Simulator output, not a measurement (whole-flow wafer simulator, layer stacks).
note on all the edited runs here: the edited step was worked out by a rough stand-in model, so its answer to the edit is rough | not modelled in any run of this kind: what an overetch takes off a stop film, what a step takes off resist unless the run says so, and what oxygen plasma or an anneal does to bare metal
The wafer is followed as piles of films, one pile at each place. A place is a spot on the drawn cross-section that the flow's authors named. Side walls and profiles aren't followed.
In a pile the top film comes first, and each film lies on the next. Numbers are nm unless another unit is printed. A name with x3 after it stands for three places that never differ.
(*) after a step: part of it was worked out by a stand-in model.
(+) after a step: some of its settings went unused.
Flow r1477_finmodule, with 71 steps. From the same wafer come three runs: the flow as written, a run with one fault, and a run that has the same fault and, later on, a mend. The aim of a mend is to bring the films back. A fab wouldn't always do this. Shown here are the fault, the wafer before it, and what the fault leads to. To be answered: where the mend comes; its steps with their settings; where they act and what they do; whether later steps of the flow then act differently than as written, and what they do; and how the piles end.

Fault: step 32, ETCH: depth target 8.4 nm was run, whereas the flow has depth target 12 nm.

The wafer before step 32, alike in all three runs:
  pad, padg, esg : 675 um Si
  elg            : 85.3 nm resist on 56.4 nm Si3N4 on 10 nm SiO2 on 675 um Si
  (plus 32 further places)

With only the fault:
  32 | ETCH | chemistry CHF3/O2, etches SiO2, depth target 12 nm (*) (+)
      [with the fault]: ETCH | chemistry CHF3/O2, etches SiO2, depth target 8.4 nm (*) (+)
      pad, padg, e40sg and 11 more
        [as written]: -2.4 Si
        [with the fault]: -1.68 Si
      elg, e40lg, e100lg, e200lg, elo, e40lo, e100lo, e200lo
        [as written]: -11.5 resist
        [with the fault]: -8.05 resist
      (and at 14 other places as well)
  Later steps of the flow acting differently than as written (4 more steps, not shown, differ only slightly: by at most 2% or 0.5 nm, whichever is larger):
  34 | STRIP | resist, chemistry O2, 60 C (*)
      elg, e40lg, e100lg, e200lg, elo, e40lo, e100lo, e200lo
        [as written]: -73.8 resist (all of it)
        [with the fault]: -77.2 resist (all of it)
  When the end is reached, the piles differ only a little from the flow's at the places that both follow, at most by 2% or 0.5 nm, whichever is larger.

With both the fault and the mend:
  The mend stands after step 32.
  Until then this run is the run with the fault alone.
  32a | ETCH | chemistry CHF3/O2, etches SiO2, depth target 3.6 nm (*) (the flow's step 32 again, with other settings)
      pad, padg, e40sg and 11 more
        -0.72 Si
      elg, e40lg, e100lg, e200lg, elo, e40lo, e100lo, e200lo
        -3.45 resist
      s40sg_line, s45sg_line, s50sg_line, s40so_line, s45so_line, s50so_line
        -3.6 SiO2
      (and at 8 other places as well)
  None of the later steps of the flow differs from how it acts as written, at any place that is followed, by more than 2% or 0.5 nm, whichever is larger.
  When the end is reached, the piles differ only a little from the flow's at the places that both follow, at most by 2% or 0.5 nm, whichever is larger.
